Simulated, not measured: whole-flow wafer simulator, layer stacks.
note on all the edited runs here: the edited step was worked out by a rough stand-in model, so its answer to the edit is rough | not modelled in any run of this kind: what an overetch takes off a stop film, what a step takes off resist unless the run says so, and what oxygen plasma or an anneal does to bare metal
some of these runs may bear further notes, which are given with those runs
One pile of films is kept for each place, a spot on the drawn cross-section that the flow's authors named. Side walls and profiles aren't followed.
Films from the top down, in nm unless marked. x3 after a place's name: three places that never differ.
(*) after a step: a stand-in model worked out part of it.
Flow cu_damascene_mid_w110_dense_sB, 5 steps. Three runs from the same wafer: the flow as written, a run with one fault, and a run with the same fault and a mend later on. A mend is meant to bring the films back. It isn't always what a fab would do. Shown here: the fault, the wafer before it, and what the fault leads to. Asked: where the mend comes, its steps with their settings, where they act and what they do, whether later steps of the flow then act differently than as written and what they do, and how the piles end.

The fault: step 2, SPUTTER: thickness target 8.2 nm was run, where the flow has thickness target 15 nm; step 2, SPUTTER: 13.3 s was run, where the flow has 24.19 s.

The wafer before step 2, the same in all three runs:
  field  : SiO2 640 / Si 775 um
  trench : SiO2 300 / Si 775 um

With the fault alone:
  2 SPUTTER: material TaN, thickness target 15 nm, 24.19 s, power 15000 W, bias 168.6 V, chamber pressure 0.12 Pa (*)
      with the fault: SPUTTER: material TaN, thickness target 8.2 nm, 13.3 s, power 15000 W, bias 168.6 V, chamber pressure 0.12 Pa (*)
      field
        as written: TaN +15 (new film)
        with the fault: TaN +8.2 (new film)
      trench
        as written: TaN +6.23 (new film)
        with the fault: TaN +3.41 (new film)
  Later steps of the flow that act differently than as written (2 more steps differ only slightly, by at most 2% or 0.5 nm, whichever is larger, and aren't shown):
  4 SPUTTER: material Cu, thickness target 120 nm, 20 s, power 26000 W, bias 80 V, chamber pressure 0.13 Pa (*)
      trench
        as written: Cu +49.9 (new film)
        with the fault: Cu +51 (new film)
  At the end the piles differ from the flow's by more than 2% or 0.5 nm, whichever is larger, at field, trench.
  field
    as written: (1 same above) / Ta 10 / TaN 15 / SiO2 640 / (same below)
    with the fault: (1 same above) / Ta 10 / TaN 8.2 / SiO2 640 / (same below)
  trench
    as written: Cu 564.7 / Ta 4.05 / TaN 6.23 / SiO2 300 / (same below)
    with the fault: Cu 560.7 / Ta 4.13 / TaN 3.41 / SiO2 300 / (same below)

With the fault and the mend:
  The mend comes after step 2.
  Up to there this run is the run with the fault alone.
  2a SPUTTER: material TaN, thickness target 6.8 nm, 10.97 s, power 15000 W, bias 168.6 V, chamber pressure 0.12 Pa (*) (the flow's step 2 once more, with other settings)
      field
        TaN +6.8
      trench
        TaN +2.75
  No later step of the flow acts differently than as written, at any place that is followed, by more than 2% or 0.5 nm, whichever is larger.
  At the end the piles differ from the flow's only slightly at the places that both follow, by at most 2% or 0.5 nm, whichever is larger.
